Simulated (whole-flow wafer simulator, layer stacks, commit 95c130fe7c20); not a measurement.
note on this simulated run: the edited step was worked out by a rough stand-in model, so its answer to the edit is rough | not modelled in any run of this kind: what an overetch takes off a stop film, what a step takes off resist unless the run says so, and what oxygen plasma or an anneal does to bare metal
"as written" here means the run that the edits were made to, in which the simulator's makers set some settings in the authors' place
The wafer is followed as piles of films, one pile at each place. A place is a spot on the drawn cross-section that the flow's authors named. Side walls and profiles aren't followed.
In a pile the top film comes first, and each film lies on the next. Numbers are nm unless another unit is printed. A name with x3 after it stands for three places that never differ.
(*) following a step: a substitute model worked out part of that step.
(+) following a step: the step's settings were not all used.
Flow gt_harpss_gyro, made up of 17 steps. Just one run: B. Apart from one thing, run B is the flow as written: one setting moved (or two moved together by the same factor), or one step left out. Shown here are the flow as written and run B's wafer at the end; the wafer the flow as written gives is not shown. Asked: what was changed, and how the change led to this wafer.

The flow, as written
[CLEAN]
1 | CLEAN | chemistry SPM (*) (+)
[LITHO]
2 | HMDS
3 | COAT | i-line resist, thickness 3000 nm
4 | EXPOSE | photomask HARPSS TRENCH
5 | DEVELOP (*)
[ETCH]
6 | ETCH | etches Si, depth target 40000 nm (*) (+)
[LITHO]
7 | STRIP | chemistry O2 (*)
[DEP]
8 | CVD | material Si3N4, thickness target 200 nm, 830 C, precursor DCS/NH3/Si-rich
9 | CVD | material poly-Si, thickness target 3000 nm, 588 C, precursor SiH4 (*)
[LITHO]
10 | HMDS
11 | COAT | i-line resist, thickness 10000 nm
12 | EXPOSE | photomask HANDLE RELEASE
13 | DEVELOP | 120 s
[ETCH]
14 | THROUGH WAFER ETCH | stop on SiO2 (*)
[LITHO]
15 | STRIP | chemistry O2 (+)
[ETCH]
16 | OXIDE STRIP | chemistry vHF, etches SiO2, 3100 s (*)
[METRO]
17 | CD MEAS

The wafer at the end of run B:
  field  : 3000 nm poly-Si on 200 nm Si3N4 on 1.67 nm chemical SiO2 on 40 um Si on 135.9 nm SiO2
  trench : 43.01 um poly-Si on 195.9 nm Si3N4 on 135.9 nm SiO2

The reason: step 16, OXIDE STRIP: 2402 s was run, whereas the flow has 3100 s.

The path from the change to this, step by step:
  16 | OXIDE STRIP | chemistry vHF, etches SiO2, 3100 s (*)
      field: under 4 films: SiO2 loses 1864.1 (as written it would have been: under 4 films: SiO2 loses 2000 (all of it))
      trench: under 2 films: SiO2 loses 1864.1 (as written it would have been: under 2 films: SiO2 loses 2000 (all of it))
